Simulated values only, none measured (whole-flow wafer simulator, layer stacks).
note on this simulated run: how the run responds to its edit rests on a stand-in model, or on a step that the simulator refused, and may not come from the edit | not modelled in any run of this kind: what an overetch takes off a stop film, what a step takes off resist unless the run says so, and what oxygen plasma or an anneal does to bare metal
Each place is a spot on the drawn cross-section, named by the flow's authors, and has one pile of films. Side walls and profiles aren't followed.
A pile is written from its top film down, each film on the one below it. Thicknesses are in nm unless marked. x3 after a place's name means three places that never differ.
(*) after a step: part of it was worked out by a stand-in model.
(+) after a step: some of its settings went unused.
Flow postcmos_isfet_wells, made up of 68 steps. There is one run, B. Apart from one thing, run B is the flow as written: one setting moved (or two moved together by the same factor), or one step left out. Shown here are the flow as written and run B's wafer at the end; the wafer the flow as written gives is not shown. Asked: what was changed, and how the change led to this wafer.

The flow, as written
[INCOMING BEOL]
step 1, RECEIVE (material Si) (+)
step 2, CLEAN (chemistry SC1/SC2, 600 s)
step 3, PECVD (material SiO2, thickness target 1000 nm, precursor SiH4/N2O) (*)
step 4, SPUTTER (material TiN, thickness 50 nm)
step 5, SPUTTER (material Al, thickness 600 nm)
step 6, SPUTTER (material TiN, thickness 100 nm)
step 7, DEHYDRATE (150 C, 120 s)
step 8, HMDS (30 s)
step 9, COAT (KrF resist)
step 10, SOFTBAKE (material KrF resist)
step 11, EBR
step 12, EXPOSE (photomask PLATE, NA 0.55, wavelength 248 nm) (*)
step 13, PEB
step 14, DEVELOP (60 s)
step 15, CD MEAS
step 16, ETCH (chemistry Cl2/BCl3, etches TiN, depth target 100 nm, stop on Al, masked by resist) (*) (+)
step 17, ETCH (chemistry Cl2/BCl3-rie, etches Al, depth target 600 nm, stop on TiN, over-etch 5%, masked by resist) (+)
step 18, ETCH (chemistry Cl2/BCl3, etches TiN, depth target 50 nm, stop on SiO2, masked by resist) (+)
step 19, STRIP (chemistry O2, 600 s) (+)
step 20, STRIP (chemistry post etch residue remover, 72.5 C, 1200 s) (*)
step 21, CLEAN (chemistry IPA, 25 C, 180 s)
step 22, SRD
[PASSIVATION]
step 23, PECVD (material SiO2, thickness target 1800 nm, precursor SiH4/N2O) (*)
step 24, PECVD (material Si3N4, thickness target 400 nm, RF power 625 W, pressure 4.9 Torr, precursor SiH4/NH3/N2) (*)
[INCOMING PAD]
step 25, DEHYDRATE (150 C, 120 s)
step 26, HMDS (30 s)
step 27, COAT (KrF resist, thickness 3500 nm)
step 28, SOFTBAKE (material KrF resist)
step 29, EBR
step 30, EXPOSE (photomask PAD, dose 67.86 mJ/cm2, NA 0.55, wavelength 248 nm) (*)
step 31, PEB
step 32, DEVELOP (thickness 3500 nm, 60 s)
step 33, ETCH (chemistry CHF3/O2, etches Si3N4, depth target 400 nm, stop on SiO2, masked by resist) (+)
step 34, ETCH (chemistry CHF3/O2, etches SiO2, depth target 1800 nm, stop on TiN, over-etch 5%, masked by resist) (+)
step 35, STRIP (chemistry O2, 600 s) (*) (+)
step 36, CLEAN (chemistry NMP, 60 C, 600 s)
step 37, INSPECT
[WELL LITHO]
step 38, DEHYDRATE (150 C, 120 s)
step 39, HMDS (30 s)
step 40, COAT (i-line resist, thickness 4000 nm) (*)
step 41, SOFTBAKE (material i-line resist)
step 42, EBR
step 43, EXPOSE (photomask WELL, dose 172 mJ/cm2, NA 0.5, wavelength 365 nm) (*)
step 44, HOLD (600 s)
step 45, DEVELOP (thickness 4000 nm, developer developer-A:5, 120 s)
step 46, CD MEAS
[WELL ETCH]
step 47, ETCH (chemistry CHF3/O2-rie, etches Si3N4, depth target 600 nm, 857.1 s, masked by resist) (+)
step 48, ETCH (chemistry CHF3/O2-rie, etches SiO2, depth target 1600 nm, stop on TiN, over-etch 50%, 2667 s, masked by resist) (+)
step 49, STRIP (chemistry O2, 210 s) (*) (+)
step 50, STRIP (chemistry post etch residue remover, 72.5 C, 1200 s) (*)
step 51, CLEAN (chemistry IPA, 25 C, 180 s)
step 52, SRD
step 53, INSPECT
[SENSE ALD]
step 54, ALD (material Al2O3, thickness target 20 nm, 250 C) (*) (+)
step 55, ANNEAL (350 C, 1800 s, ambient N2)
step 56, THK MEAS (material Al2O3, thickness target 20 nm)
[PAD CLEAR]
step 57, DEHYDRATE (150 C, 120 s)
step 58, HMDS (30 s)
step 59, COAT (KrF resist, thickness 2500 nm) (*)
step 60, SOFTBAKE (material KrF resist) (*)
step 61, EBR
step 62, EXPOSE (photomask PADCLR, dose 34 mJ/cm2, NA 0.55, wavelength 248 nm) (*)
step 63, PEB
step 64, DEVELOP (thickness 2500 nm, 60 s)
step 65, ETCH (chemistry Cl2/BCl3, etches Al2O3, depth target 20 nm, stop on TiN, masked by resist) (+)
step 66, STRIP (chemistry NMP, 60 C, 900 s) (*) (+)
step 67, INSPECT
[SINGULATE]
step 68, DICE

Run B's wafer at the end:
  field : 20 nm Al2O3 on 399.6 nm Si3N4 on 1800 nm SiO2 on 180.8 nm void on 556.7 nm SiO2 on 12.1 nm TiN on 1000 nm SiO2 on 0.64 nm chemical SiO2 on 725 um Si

What caused this: step 18, ETCH: depth target 37.5 nm was run, while the flow as written has depth target 50 nm.

The path from the change to this, step by step:
  step 18, ETCH (chemistry Cl2/BCl3, etches TiN, depth target 50 nm, stop on SiO2, masked by resist) (+)
      field: -37.5 TiN (as written it would have been: -50 TiN (all of it))
      margin, well900, well1300 x3, pad_rim, pad_clr, pad_open: -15 KrF resist (as written it would have been: -20 KrF resist)
  step 23, PECVD (material SiO2, thickness target 1800 nm, precursor SiH4/N2O) (*)
      field: +1800 SiO2 (new film), +180.8 void (new film), +556.7 SiO2 (new film) (as written it would have been: +1800 SiO2 (new film), +189.9 void (new film), +559.7 SiO2)
With metal films that touch counted as one body, field has 1 body; the flow as written gives 0 bodies.
